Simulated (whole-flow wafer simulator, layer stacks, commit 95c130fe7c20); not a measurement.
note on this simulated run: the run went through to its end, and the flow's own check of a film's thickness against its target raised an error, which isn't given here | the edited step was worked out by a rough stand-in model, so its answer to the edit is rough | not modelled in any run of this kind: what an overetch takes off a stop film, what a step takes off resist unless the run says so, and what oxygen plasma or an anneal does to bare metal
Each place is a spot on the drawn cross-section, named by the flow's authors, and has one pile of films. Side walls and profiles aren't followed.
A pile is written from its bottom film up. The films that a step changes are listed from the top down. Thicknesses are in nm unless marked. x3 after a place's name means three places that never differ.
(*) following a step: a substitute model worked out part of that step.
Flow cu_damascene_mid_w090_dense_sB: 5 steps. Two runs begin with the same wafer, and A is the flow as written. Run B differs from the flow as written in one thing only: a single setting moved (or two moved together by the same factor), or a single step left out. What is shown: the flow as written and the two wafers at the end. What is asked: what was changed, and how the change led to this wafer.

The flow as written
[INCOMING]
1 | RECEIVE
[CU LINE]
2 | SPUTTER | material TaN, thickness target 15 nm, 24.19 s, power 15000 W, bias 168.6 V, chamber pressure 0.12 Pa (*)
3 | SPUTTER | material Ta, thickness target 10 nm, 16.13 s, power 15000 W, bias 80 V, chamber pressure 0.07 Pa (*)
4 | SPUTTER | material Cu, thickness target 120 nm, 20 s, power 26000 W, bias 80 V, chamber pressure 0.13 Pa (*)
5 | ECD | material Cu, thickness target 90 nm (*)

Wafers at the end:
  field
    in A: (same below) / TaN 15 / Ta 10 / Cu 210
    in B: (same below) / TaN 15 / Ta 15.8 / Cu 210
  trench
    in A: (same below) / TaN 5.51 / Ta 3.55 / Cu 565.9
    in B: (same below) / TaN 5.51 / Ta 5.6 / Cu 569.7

The reason: step 3, SPUTTER: thickness target 15.8 nm was run, while the flow as written has thickness target 10 nm; step 3, SPUTTER: 25.4 s was run, where the flow has 16.13 s.
One can read it off the wafer: field has Ta 15.8, and step 3 as written asks for 10 nm.

Step by step, how the change led to this:
  3 | SPUTTER | material Ta, thickness target 10 nm, 16.13 s, power 15000 W, bias 80 V, chamber pressure 0.07 Pa (*)
      field: A Ta gains 10 (new film) | B Ta gains 15.8 (new film)
      trench: A Ta gains 3.55 (new film) | B Ta gains 5.6 (new film)
  4 | SPUTTER | material Cu, thickness target 120 nm, 20 s, power 26000 W, bias 80 V, chamber pressure 0.13 Pa (*)
      trench: A Cu gains 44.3 (new film) | B Cu gains 43.4 (new film)
